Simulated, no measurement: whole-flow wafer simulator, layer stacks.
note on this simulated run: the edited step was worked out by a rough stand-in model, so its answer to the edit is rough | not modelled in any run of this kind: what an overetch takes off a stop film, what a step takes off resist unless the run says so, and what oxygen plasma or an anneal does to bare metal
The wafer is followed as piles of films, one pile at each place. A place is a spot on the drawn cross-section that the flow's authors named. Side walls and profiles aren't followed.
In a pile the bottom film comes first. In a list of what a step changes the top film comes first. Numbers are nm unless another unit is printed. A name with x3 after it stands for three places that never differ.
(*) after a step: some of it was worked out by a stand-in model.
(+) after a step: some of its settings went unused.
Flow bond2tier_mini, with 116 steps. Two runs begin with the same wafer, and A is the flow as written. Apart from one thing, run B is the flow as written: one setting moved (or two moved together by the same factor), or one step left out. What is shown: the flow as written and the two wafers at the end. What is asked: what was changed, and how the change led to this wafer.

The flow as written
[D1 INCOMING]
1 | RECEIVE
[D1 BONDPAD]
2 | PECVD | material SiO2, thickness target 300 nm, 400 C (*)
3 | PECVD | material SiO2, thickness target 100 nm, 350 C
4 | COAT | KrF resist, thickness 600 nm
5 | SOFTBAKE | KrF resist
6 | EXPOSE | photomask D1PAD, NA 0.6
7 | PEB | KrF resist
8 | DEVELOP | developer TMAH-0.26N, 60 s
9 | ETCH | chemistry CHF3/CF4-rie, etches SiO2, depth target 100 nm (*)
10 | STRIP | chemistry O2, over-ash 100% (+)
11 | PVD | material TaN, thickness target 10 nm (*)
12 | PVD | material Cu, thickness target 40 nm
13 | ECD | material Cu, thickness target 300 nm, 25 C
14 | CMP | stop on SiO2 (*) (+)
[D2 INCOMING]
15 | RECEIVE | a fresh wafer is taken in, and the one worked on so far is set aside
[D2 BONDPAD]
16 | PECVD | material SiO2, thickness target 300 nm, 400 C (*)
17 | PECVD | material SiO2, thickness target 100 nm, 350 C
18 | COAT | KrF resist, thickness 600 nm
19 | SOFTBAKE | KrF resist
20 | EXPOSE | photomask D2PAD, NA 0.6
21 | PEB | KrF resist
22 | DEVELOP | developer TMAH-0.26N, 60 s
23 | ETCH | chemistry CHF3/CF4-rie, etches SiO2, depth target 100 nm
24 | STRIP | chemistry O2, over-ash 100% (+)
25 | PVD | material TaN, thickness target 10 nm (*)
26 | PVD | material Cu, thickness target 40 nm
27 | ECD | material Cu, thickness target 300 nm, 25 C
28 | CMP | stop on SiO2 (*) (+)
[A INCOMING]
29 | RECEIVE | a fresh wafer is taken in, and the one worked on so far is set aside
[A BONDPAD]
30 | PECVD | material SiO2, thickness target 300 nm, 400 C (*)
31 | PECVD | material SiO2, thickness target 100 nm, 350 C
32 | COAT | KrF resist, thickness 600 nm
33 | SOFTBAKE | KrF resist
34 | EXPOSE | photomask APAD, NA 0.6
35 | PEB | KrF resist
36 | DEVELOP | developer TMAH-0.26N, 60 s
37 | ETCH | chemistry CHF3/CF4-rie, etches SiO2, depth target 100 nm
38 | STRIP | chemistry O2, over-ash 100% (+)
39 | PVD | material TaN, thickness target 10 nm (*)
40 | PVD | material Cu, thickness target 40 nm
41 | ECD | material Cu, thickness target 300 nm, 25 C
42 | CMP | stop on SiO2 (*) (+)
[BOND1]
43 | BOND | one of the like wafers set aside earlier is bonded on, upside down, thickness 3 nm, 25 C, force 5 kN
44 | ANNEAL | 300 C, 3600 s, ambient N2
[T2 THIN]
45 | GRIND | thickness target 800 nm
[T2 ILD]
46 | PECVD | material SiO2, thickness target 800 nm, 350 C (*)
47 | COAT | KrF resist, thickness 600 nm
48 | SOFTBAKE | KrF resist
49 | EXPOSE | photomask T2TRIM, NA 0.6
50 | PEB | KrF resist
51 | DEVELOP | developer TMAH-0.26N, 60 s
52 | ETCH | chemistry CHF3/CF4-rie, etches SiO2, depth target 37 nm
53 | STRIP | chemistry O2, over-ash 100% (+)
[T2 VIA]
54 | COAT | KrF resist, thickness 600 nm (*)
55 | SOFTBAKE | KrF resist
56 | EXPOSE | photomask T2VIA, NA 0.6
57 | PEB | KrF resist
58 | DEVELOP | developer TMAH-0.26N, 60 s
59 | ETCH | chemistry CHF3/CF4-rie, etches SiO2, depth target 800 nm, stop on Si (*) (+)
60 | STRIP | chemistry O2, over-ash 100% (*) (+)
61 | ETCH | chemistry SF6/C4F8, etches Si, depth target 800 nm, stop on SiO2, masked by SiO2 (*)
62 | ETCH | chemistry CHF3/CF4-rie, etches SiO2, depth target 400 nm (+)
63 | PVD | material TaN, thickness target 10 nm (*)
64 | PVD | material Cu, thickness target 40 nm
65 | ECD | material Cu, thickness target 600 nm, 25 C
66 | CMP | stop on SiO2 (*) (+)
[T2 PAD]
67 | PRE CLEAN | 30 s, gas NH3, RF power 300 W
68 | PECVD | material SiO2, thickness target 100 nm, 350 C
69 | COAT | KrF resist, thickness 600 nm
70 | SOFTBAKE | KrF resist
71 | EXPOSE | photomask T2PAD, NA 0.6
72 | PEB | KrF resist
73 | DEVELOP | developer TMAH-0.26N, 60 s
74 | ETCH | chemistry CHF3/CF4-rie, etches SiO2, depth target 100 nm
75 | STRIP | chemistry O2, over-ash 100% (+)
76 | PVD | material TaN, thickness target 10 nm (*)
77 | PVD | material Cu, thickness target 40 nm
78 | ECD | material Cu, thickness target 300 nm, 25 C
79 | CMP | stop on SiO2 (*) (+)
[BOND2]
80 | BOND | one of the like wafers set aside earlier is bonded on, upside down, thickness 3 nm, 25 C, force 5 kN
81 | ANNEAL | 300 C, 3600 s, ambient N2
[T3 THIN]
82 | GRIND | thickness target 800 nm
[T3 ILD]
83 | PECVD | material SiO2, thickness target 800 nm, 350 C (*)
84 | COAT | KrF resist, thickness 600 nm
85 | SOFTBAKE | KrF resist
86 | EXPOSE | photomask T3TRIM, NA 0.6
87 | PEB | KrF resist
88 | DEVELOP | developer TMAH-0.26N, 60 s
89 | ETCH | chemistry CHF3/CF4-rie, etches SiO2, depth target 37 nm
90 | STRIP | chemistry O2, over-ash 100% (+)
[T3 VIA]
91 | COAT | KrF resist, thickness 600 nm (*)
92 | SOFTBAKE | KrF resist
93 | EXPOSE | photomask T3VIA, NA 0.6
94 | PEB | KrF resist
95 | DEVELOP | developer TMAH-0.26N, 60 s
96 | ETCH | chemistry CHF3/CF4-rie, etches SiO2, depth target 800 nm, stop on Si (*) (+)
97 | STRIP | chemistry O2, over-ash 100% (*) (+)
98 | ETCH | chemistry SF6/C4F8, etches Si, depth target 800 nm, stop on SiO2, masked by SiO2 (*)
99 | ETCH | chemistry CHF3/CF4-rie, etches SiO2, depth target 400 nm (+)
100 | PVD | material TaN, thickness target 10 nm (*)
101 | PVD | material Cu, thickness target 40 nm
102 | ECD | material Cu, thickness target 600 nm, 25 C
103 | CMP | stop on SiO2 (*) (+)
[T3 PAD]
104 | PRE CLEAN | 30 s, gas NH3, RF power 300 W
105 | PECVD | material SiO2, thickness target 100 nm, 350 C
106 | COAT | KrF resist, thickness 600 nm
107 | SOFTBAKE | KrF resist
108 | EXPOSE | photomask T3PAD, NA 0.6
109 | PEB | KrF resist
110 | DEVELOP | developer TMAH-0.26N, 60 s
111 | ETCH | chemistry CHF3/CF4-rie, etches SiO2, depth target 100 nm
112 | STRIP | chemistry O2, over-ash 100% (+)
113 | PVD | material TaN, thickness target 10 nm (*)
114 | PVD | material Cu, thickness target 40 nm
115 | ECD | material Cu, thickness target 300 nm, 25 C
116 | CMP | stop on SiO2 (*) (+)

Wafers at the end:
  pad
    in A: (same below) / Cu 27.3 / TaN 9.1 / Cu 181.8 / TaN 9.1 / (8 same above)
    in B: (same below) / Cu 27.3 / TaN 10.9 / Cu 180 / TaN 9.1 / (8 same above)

What caused this: step 76, PVD: thickness target 12 nm was run, whereas the flow has thickness target 10 nm.

How this came from the change, step by step:
  76 | PVD | material TaN, thickness target 10 nm (*)
      field: A TaN gains 10 (new film) | B TaN gains 12 (new film)
      pad: A TaN gains 9.1 (new film) | B TaN gains 10.9 (new film)
  79 | CMP | stop on SiO2 (*) (+)
      field: A Cu loses 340 (all of it), TaN loses 10 (all of it) | B Cu loses 340 (all of it), TaN loses 12 (all of it)
